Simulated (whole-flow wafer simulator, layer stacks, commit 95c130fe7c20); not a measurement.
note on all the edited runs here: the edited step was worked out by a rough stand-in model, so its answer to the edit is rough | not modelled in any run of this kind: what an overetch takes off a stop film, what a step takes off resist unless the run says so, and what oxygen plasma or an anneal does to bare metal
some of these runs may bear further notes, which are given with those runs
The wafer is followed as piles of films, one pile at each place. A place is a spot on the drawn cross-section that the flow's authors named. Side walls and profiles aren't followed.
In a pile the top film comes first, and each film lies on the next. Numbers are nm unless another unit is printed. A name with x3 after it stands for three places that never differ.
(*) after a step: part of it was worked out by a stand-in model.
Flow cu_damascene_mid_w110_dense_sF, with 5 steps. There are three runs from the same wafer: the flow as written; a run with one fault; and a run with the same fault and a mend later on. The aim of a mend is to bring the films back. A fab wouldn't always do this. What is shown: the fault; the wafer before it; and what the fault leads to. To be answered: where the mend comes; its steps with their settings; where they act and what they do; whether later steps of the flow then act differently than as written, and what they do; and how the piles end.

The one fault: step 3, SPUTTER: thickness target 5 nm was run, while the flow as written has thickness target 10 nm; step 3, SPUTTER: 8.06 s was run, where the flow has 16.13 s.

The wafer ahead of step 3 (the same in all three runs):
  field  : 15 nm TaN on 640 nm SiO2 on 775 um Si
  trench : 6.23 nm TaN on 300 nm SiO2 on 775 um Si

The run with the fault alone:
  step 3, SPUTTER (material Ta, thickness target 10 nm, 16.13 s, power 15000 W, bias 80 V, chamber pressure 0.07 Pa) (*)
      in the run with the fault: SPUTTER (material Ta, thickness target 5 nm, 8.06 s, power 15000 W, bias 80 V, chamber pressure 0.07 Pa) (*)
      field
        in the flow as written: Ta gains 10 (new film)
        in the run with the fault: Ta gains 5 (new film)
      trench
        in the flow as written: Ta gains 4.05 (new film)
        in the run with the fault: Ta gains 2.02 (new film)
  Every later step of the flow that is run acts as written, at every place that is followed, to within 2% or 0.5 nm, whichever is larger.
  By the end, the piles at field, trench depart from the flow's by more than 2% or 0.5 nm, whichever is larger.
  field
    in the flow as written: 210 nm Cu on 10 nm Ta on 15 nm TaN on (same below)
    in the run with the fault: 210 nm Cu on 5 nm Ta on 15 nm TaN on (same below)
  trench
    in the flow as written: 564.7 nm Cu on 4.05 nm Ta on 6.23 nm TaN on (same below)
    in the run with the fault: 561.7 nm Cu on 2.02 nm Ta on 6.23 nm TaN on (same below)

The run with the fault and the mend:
  After step 3 comes the mend.
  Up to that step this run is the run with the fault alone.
  step 3a, SPUTTER (material Ta, thickness target 5 nm, 8.065 s, power 15000 W, bias 80 V, chamber pressure 0.07 Pa) (*) (the flow's step 3, run once more with other settings)
      field
        Ta gains 5
      trench
        Ta gains 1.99
  Every later step of the flow that is run acts as written, at every place that is followed, to within 2% or 0.5 nm, whichever is larger.
  When the end is reached, the piles differ only a little from the flow's at the places that both follow, at most by 2% or 0.5 nm, whichever is larger.
